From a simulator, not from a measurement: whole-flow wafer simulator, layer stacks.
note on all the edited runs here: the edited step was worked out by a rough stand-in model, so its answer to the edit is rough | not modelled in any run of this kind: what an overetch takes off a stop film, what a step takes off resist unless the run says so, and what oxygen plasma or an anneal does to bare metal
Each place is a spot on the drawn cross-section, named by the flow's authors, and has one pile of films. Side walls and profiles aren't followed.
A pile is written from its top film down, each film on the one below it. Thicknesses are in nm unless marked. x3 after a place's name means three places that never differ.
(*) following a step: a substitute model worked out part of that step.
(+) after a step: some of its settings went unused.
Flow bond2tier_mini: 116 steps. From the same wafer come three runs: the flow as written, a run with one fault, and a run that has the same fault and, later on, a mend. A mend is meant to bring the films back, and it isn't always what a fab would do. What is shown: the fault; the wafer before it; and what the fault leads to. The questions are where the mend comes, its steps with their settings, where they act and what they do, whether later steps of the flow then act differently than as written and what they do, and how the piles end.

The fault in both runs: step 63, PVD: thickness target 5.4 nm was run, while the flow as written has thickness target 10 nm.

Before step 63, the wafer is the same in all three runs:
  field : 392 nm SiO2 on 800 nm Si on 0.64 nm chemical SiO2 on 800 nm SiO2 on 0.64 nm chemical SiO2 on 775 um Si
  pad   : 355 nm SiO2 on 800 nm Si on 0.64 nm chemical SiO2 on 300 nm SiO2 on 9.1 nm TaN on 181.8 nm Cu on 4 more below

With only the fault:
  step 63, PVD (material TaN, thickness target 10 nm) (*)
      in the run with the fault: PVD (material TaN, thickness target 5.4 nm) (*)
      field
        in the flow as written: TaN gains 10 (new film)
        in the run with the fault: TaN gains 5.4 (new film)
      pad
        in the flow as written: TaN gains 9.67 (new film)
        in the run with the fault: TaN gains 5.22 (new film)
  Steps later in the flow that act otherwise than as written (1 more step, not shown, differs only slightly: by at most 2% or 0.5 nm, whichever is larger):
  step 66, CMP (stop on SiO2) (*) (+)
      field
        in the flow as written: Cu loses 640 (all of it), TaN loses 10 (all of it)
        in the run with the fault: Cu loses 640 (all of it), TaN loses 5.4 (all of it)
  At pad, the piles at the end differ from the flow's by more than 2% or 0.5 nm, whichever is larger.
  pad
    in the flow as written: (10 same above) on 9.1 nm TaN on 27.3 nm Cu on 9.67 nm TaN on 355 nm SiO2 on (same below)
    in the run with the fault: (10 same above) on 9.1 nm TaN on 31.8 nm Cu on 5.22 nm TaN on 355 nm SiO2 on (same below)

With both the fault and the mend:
  After step 63 comes the mend.
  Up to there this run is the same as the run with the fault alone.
  step 63a, PVD (material TaN, thickness target 4.6 nm) (*) (the flow's step 63 again, with other settings)
      field
        TaN gains 4.6
      pad
        TaN gains 4.44
  Later steps of the flow that are run all act as written at every place that is followed.
  When the end is reached, the piles differ only a little from the flow's at the places that both follow, at most by 2% or 0.5 nm, whichever is larger.
